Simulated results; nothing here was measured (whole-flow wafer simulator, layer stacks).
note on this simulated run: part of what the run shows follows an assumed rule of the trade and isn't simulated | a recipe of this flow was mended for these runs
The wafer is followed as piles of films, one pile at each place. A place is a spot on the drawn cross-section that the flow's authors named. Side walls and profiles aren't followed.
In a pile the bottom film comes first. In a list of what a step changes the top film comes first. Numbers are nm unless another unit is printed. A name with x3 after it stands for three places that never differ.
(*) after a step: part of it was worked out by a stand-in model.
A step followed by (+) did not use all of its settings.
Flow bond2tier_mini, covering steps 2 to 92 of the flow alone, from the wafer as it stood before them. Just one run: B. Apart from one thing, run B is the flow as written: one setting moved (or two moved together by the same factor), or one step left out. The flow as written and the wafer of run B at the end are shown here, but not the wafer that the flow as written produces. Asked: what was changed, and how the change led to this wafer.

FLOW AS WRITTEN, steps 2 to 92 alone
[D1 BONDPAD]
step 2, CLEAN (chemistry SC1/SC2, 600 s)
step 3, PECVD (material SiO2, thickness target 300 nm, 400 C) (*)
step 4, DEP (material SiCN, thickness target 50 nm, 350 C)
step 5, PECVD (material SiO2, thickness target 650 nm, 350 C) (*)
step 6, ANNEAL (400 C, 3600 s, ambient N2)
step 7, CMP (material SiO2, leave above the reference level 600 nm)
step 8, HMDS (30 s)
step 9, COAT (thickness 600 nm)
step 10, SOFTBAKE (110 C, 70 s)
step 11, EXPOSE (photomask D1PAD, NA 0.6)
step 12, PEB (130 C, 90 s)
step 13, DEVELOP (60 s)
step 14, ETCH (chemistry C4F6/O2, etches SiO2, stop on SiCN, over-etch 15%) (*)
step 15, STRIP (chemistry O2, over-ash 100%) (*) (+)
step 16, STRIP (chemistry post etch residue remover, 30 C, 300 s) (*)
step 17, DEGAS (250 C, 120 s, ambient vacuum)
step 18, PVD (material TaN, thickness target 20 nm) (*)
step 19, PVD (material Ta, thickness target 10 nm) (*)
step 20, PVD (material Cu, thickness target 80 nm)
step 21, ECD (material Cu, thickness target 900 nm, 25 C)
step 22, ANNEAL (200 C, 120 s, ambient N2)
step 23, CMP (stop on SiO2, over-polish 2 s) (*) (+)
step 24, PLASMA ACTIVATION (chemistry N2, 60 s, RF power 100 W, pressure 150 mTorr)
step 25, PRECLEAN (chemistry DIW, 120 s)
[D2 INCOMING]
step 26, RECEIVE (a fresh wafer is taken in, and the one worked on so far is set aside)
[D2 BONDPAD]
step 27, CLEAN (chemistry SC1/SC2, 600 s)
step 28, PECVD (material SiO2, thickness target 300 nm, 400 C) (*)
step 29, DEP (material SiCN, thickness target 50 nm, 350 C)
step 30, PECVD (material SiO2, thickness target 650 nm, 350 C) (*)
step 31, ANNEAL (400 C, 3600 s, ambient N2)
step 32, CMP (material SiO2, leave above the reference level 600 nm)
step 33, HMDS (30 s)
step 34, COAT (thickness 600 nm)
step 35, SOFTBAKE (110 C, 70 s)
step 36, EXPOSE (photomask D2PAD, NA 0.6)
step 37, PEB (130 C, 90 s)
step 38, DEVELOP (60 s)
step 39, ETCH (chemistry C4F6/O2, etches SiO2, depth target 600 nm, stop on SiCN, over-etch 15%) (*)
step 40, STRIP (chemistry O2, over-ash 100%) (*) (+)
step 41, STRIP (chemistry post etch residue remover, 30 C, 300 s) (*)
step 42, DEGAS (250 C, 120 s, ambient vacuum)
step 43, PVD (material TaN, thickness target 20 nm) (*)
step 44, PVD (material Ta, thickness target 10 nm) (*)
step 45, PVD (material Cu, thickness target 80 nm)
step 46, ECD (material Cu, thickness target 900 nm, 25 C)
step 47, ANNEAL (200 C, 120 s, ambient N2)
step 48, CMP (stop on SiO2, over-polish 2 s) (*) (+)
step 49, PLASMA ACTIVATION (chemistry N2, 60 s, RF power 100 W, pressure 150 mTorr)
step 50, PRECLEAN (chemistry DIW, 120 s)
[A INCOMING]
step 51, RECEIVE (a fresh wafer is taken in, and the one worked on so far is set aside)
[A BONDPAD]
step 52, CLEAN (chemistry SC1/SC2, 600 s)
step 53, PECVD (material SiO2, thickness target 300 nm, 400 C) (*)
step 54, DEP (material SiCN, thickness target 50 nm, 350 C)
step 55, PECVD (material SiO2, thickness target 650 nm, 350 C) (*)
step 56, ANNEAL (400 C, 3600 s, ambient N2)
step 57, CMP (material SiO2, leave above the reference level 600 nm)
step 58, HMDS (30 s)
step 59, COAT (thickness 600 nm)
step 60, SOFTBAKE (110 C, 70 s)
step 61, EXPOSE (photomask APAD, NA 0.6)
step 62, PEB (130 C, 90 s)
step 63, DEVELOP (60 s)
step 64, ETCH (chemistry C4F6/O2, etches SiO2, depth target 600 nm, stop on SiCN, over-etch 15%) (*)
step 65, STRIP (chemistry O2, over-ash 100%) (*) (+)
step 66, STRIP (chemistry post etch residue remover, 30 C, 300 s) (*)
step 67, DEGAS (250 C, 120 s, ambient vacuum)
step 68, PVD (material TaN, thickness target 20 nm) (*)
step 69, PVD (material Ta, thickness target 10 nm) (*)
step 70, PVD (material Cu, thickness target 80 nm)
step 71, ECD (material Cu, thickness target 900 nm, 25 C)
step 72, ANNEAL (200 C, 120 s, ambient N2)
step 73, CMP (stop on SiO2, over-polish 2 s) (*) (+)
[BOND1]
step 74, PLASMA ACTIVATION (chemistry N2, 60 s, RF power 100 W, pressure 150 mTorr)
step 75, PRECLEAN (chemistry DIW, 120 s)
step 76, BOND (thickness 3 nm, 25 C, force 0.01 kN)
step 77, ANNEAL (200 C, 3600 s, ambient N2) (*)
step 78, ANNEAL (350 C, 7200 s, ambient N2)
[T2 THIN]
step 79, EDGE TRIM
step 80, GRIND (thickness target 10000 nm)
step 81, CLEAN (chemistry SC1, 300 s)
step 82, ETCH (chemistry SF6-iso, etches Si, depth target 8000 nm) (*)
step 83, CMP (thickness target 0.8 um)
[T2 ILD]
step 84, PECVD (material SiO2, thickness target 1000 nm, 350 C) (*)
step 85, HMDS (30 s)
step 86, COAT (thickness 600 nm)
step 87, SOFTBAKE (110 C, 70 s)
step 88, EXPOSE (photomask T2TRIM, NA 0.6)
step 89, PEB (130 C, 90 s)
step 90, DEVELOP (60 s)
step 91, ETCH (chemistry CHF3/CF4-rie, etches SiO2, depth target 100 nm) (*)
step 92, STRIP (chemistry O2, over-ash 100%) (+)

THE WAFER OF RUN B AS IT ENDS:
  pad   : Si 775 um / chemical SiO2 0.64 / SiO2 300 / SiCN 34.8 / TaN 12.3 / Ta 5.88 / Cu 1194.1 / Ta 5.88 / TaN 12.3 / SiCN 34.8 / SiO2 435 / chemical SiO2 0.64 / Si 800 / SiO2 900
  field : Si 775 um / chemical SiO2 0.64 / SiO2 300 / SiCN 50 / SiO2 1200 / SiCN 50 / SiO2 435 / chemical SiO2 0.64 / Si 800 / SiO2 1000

What caused this: step 3, PECVD: thickness target 435 nm was run, whereas the flow has thickness target 300 nm.
One can read it off the wafer: pad has SiO2 435, and step 3 as written asks for 300 nm.

The path from the change to this, step by step:
  step 3, PECVD (material SiO2, thickness target 300 nm, 400 C) (*)
      field, pad, via: +435 SiO2 (new film) (as written it would have been: +300 SiO2 (new film))
  step 76, BOND (thickness 3 nm, 25 C, force 0.01 kN)
      field: +775 um Si (new film), +0.64 chemical SiO2 (new film), +435 SiO2 (new film), +50 SiCN (new film), +600 SiO2 (as written it would have been: +775 um Si (new film), +0.64 chemical SiO2 (new film), +300 SiO2 (new film), +50 SiCN (new film), +600 SiO2)
      pad: +775 um Si (new film), +0.64 chemical SiO2 (new film), +435 SiO2 (new film), +34.8 SiCN (new film), +12.3 TaN (new film), +5.88 Ta (new film), +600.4 Cu (as written it would have been: +775 um Si (new film), +0.64 chemical SiO2 (new film), +300 SiO2 (new film), +34.8 SiCN (new film), +12.3 TaN (new film), +5.88 Ta (new film), +600.4 Cu)
      (as well as at 1 more place)
